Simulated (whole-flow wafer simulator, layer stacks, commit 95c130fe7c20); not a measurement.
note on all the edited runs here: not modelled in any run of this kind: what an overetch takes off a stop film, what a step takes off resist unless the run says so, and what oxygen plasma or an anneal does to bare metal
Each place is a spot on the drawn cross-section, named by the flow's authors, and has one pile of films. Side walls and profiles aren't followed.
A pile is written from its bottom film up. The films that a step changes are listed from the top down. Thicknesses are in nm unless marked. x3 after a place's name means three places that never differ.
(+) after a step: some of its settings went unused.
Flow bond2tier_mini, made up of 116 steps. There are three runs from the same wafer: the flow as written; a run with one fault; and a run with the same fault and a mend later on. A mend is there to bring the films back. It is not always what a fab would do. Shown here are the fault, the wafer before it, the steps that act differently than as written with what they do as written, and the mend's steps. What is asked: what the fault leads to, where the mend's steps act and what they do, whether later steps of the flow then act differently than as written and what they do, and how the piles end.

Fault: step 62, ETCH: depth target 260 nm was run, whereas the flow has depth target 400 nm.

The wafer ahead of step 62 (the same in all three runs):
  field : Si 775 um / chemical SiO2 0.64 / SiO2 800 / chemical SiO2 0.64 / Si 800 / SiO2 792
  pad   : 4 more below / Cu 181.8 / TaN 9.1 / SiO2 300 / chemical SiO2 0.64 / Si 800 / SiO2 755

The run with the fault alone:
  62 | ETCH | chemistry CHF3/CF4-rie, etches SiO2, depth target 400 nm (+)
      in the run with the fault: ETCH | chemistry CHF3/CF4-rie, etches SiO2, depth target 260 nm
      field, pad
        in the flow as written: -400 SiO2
        in the run with the fault: -260 SiO2
  Later steps of the flow that are run all act as written at every place that is followed.
  The piles end different from the flow's at field, pad by more than 2% or 0.5 nm, whichever is larger.
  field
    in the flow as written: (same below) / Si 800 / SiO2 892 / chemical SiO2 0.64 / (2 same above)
    in the run with the fault: (same below) / Si 800 / SiO2 1032 / chemical SiO2 0.64 / (2 same above)
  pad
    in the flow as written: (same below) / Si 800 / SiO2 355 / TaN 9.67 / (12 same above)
    in the run with the fault: (same below) / Si 800 / SiO2 495 / TaN 9.67 / (12 same above)

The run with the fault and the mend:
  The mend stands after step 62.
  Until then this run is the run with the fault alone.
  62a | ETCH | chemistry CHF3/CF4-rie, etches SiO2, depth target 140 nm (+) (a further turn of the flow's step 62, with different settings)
      field, pad
        -140 SiO2
  Later steps of the flow that are run all act as written at every place that is followed.
  By the end, the piles equal the flow's at every place that both follow.
